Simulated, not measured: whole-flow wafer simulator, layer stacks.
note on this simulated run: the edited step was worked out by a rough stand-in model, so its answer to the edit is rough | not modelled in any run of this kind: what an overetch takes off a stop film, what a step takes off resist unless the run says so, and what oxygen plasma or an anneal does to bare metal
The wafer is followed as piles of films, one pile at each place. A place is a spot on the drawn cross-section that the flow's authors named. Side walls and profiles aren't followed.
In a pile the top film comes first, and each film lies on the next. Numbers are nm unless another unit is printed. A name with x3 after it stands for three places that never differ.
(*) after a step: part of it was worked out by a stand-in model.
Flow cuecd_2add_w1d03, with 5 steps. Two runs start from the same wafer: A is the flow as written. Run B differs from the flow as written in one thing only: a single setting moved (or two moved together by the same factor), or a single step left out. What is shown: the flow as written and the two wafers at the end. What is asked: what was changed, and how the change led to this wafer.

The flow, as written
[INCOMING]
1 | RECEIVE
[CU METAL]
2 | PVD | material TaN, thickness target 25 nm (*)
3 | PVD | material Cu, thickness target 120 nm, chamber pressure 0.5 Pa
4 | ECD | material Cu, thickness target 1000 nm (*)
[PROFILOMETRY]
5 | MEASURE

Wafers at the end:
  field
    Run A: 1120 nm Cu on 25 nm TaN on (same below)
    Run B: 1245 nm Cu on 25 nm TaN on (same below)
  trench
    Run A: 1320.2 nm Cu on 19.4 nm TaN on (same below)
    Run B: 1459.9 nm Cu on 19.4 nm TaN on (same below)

What caused this: step 4, ECD: thickness target 1125 nm was run, while the flow as written has thickness target 1000 nm.

Step by step, how the change led to this:
  4 | ECD | material Cu, thickness target 1000 nm (*)
      field: A Cu gains 1000 | B Cu gains 1125
      trench: A Cu gains 1226.8 | B Cu gains 1366.5
